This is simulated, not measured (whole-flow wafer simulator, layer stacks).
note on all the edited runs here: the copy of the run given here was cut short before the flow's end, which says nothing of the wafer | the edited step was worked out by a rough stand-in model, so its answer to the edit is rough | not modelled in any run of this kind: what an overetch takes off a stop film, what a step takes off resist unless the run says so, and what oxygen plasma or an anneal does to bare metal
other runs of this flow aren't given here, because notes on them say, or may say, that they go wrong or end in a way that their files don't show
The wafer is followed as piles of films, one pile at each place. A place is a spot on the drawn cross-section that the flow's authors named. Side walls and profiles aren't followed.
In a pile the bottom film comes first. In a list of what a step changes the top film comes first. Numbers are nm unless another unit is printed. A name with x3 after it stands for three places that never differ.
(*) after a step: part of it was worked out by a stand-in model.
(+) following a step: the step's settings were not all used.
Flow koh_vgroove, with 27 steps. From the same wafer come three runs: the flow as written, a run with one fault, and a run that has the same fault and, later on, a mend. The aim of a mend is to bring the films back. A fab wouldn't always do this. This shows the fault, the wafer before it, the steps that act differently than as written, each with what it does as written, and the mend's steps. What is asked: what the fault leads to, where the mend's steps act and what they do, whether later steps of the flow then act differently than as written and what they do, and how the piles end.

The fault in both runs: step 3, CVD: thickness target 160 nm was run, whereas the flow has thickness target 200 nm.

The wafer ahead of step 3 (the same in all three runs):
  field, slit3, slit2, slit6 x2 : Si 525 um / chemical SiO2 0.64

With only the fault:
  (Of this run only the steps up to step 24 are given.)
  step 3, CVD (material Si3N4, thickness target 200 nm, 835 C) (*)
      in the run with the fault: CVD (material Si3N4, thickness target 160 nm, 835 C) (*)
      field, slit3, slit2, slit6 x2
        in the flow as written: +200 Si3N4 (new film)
        in the run with the fault: +160 Si3N4 (new film)
  Steps further on in the flow that do not act as written:
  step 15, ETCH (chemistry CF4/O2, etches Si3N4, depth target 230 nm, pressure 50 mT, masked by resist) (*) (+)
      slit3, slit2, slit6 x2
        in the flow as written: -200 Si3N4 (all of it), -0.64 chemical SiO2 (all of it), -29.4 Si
        in the run with the fault: -160 Si3N4 (all of it), -0.64 chemical SiO2 (all of it), -69.4 Si
  After step 24, at field, the piles differ from the flow's by more than 2% or 0.5 nm, whichever is larger.
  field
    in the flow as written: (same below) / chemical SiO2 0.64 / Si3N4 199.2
    in the run with the fault: (same below) / chemical SiO2 0.64 / Si3N4 159.2

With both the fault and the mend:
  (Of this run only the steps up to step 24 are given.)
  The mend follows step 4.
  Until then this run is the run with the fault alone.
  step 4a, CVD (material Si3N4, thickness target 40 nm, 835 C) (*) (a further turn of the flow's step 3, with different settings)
      field, slit3, slit2, slit6 x2
        +40 Si3N4
  None of the later steps of the flow up to step 24 acts differently than as written at any place that is followed.
  Once step 24 is done, the piles equal the flow's at every place that both follow.
